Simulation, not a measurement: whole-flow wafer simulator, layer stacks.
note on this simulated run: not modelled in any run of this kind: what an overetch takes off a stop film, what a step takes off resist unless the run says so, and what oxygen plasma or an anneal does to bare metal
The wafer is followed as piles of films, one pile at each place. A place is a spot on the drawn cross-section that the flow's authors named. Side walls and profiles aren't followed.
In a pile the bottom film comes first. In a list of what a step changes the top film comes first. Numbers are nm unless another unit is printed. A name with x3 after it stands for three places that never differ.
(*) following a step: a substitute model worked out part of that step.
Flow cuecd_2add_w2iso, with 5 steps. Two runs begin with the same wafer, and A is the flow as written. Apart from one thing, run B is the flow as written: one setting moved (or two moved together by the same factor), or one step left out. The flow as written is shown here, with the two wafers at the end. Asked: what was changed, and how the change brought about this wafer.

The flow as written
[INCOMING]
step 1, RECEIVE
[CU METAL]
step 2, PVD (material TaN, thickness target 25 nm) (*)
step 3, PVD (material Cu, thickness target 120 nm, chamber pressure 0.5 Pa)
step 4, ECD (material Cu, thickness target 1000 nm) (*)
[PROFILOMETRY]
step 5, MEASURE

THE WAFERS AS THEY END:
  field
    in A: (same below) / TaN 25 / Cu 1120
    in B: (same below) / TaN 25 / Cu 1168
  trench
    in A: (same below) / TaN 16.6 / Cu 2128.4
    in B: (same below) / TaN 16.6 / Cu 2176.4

What caused this: step 3, PVD: thickness target 168 nm was run, though the flow has thickness target 120 nm.

How this came from the change, step by step:
  step 3, PVD (material Cu, thickness target 120 nm, chamber pressure 0.5 Pa)
      field: A +120 Cu (new film) | B +168 Cu (new film)
      trench: A +80.8 Cu (new film) | B +112.8 Cu (new film)
